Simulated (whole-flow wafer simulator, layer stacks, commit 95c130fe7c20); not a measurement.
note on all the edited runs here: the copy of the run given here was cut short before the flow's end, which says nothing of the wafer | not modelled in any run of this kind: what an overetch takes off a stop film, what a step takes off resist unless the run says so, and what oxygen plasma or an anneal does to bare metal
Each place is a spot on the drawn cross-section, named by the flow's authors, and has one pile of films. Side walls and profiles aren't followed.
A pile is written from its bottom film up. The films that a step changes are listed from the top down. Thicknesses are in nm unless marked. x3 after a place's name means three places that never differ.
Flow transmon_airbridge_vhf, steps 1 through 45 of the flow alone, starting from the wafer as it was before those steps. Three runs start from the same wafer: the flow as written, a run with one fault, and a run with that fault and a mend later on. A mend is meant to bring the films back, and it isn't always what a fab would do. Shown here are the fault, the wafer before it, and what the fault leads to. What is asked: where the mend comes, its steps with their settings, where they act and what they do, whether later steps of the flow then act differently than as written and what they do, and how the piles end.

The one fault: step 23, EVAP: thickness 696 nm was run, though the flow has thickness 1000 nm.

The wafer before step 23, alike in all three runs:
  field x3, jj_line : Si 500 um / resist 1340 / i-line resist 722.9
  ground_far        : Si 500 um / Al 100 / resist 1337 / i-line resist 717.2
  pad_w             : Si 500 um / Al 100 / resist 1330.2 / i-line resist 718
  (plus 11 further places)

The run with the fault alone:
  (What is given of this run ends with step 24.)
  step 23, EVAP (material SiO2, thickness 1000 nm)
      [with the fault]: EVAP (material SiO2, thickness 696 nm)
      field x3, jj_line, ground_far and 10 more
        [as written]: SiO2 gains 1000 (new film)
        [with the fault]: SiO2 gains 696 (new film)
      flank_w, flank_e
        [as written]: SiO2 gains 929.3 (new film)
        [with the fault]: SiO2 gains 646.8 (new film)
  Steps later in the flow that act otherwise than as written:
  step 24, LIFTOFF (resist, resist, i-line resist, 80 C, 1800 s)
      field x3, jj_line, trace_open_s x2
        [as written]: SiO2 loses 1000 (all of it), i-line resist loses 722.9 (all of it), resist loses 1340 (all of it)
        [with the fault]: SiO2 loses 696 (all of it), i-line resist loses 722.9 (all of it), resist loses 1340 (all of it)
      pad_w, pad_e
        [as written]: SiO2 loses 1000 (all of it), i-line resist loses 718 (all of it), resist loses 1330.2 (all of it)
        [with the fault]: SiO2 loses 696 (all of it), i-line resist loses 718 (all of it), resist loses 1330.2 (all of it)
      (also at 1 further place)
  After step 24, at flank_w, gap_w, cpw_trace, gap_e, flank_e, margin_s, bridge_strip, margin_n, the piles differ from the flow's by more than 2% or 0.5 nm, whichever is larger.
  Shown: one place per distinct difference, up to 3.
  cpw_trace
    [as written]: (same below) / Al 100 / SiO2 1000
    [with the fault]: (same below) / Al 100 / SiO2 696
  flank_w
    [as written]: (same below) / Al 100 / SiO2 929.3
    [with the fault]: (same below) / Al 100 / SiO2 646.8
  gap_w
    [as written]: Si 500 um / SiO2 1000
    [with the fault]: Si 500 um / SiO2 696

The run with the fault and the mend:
  The mend follows step 23.
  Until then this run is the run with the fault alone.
  step 23a, EVAP (material SiO2, thickness 304 nm) (a further turn of the flow's step 23, with different settings)
      field x3, jj_line, ground_far and 10 more
        SiO2 gains 304
      flank_w, flank_e
        SiO2 gains 282.8
  Every later step of the flow that is run acts as written, at every place that is followed, to within 2% or 0.5 nm, whichever is larger.
  At the end the piles are close to the flow's at the places that both follow, differing by at most 2% or 0.5 nm, whichever is larger.
